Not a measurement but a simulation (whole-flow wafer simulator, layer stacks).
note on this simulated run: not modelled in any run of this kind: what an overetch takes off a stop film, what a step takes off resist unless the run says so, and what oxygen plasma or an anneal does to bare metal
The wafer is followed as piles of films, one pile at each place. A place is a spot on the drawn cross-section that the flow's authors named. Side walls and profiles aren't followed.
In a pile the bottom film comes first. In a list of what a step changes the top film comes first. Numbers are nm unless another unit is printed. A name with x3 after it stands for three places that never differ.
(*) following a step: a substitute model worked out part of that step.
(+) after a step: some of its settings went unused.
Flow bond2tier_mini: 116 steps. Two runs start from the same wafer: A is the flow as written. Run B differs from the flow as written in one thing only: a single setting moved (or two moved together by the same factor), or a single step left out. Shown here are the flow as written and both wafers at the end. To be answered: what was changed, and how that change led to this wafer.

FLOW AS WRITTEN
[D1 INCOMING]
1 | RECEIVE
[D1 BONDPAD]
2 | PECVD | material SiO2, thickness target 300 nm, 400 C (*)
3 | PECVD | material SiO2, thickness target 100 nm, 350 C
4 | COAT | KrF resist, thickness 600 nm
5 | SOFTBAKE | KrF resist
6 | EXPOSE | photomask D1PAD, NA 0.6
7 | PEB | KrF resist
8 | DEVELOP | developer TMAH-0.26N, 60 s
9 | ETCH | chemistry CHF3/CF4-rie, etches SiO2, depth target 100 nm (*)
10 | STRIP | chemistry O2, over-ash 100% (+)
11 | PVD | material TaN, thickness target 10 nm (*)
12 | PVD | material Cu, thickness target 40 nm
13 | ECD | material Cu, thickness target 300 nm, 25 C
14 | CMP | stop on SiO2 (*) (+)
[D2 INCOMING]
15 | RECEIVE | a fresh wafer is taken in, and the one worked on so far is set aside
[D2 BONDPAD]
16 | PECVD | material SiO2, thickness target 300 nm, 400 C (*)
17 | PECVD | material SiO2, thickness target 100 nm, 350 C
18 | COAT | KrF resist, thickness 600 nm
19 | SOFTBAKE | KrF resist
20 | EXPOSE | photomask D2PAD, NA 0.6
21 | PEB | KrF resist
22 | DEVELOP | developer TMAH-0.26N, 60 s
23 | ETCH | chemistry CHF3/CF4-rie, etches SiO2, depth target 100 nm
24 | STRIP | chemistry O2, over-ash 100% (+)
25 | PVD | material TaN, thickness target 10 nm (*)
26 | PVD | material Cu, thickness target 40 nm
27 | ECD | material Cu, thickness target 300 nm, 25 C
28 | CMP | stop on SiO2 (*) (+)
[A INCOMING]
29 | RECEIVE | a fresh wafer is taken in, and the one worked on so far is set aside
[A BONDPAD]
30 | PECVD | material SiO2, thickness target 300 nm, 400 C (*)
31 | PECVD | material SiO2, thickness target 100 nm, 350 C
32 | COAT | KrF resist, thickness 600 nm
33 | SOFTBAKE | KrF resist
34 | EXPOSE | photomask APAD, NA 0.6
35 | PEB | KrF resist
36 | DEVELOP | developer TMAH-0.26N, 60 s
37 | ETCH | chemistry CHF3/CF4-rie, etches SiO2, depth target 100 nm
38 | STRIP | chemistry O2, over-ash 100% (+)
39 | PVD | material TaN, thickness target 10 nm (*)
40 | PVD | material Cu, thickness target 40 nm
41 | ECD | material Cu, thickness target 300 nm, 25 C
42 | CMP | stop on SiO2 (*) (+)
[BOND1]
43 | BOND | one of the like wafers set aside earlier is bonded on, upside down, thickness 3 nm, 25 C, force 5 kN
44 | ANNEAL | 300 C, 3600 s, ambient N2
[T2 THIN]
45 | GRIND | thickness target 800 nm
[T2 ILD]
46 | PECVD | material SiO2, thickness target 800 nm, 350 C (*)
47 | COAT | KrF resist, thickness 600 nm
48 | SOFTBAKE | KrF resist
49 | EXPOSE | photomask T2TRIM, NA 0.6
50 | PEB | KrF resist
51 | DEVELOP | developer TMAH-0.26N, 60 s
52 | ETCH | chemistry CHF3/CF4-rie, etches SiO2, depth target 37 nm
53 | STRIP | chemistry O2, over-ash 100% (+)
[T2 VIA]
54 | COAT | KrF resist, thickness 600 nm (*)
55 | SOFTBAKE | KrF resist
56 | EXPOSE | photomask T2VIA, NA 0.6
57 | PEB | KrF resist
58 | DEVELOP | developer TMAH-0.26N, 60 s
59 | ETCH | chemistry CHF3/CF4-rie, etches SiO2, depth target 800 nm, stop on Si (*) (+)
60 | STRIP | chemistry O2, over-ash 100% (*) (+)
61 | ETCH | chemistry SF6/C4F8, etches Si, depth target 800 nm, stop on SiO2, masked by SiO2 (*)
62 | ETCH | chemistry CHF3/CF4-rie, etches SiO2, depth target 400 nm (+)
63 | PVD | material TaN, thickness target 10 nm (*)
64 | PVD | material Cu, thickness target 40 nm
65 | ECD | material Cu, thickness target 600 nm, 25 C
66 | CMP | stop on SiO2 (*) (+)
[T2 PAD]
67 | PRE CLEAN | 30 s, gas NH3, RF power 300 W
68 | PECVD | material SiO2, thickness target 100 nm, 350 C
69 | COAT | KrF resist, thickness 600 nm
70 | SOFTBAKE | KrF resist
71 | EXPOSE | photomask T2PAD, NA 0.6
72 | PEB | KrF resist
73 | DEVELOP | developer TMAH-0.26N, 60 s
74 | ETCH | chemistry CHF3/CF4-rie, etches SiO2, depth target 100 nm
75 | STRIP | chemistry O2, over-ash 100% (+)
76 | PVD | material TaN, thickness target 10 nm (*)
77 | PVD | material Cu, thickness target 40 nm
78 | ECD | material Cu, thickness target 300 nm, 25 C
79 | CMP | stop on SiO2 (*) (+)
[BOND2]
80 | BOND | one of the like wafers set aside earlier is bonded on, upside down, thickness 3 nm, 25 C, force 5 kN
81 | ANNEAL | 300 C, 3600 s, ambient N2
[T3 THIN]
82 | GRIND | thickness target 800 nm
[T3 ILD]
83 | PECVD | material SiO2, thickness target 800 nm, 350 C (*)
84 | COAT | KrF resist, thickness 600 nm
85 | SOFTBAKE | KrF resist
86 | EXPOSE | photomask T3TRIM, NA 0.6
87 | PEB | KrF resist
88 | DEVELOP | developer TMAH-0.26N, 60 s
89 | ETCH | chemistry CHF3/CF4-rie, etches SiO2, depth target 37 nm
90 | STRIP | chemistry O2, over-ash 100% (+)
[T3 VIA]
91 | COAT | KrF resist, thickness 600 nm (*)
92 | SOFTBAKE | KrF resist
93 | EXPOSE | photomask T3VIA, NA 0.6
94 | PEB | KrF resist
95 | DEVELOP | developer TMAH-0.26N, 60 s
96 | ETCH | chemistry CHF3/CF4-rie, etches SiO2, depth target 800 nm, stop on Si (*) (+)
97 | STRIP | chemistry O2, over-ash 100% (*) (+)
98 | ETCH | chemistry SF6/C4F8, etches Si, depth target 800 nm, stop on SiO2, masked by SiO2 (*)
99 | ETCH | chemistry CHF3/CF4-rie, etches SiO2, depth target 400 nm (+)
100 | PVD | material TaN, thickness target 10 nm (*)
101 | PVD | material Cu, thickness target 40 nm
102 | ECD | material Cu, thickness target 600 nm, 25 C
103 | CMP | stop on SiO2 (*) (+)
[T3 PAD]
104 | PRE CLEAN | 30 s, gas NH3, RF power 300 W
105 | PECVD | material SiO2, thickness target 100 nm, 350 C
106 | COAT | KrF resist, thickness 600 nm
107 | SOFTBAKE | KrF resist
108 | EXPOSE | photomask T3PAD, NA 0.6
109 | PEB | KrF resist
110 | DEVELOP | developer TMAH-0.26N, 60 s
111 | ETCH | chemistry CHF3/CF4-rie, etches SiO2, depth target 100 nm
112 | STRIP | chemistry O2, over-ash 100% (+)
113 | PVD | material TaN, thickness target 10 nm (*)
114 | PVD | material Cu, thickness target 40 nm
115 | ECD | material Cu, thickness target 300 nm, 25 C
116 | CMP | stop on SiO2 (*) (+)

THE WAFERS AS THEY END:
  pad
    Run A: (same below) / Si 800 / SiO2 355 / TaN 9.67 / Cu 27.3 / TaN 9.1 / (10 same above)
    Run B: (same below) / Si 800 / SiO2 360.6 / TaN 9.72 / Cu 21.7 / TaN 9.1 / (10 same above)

The reason: step 52, ETCH: depth target 31.4 nm was run, though the flow has depth target 37 nm.

The path from the change to this, step by step:
  52 | ETCH | chemistry CHF3/CF4-rie, etches SiO2, depth target 37 nm
      pad, via: A -37 SiO2 | B -31.4 SiO2
      field: A -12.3 KrF resist | B -10.5 KrF resist
